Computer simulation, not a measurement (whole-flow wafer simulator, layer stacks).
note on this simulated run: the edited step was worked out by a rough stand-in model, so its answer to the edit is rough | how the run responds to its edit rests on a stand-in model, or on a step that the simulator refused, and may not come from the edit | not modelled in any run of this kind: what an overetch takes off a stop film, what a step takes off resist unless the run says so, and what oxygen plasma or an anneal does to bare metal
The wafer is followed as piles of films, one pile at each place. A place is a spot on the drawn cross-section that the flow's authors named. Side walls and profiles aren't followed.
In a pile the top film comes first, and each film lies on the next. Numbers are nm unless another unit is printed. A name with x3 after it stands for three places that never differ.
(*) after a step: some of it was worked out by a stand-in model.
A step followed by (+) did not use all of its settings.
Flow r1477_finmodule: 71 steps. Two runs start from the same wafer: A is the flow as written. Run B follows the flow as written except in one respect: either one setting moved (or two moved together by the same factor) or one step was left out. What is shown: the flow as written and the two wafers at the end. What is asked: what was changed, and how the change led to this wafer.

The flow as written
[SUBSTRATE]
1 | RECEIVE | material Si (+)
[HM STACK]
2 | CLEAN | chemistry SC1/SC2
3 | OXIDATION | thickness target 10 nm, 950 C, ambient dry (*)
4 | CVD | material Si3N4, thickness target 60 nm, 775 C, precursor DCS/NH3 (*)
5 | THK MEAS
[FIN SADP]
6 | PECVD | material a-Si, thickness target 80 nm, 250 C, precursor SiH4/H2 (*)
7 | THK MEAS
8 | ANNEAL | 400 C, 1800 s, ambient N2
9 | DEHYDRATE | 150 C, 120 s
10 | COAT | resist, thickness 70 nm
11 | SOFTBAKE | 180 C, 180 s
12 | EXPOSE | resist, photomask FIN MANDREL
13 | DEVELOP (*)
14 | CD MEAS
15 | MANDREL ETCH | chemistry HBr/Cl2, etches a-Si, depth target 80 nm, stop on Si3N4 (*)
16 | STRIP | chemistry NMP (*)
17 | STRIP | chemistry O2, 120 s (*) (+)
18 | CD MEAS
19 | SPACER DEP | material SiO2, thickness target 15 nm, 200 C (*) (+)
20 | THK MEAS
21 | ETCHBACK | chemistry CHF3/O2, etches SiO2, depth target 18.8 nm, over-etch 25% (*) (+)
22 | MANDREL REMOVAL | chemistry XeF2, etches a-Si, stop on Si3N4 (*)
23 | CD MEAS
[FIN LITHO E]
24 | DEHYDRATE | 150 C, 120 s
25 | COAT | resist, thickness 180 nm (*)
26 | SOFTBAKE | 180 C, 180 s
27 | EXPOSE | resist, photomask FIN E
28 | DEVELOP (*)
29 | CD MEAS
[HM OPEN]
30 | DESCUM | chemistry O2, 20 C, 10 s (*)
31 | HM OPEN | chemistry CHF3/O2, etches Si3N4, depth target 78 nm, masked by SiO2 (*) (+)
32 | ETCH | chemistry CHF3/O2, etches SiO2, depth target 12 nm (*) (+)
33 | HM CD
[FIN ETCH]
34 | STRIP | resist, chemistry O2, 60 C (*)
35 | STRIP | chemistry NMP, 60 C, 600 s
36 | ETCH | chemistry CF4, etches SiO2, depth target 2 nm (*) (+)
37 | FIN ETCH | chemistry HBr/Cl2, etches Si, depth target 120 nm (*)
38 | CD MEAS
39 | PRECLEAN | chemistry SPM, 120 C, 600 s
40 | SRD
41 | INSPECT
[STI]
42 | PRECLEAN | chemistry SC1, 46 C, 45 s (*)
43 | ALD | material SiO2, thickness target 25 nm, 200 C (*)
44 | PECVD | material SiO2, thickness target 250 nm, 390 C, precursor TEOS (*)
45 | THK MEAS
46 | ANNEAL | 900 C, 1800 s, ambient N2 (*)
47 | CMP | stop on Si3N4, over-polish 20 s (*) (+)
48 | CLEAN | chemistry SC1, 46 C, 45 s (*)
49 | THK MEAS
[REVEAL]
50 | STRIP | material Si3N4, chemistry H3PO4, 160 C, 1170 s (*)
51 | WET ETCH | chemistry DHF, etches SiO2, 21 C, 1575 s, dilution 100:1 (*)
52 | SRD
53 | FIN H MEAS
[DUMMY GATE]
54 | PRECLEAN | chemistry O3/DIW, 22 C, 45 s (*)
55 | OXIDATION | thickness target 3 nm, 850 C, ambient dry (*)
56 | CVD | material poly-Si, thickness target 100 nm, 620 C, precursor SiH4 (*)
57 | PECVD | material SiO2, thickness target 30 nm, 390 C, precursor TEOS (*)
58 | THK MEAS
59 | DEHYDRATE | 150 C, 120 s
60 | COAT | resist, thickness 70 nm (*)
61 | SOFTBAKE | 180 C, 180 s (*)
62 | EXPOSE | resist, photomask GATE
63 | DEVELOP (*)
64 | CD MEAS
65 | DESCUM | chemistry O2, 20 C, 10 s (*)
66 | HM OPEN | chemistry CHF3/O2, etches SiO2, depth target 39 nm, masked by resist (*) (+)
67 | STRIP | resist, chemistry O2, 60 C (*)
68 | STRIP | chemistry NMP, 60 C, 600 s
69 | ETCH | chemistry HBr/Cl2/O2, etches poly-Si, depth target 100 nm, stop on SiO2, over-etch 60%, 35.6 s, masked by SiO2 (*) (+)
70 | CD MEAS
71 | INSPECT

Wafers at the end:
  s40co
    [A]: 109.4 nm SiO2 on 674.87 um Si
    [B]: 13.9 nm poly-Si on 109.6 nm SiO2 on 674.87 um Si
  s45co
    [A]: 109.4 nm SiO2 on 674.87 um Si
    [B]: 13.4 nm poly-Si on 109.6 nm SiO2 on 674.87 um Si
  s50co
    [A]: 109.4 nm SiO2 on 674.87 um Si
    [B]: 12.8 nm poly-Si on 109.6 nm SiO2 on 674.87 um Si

The reason: step 57, PECVD: thickness target 42 nm was run, though the flow has thickness target 30 nm.

Step by step, how the change led to this:
  57 | PECVD | material SiO2, thickness target 30 nm, 390 C, precursor TEOS (*)
      pad, padg, elg and 33 more: A SiO2 gains 30 (new film) | B SiO2 gains 42 (new film)
  66 | HM OPEN | chemistry CHF3/O2, etches SiO2, depth target 39 nm, masked by resist (*) (+)
      pad, elo, eso and 15 more: A SiO2 loses 30 (all of it), poly-Si loses 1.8 | B SiO2 loses 39
  67 | STRIP | resist, chemistry O2, 60 C (*)
      pad, elo, eso and 15 more: A chemical SiO2 gains 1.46 (new film), poly-Si loses 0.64 | B nothing
  69 | ETCH | chemistry HBr/Cl2/O2, etches poly-Si, depth target 100 nm, stop on SiO2, over-etch 60%, 35.6 s, masked by SiO2 (*) (+)
      pad, eso, e40so and 8 more: A chemical SiO2 loses 1.46 (all of it), poly-Si loses 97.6 (all of it), SiO2 loses 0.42 | B SiO2 loses 3 (all of it), poly-Si loses 100 (all of it)
      elo, e40lo, e100lo, e200lo: A chemical SiO2 loses 1.46 (all of it), poly-Si loses 97.6 (all of it), Si3N4 loses 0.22 | B SiO2 loses 3 (all of it), poly-Si loses 100 (all of it)
      (and at 3 other places as well)
